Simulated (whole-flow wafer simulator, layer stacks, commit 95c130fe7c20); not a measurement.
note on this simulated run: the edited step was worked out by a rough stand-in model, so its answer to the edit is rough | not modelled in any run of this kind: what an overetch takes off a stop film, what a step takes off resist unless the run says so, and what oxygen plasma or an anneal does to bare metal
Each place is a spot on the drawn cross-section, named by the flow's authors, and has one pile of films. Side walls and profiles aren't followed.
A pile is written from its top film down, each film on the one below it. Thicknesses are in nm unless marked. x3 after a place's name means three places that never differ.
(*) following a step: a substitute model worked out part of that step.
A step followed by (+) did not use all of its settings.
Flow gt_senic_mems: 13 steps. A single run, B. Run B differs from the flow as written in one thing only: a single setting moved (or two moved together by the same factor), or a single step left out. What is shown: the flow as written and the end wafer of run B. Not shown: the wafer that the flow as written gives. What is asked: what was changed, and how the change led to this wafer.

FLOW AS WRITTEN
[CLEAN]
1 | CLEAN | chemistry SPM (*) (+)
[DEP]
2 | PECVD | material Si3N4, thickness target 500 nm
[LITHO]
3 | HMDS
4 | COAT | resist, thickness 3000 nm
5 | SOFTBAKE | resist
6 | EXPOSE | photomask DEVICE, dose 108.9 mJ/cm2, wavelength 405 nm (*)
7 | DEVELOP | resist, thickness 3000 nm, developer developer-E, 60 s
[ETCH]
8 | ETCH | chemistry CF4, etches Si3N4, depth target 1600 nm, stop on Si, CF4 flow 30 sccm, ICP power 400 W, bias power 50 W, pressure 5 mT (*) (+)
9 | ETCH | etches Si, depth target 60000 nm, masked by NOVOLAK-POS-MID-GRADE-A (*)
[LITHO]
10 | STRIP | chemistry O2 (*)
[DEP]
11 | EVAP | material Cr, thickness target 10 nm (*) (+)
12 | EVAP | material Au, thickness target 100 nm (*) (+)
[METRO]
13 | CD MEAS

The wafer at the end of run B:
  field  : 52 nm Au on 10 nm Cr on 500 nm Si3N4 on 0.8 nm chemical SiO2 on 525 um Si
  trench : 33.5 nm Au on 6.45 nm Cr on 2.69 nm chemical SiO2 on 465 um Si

The reason: step 12, EVAP: thickness target 52 nm was run, while the flow as written has thickness target 100 nm.
One can read it off the wafer: field has Au 52, and step 12 as written asks for 100 nm.

How this came from the change, step by step:
  12 | EVAP | material Au, thickness target 100 nm (*) (+)
      field: +52 Au (new film) (in the flow as written it would be: +100 Au (new film))
      trench: +33.5 Au (new film) (in the flow as written it would be: +64.1 Au (new film))
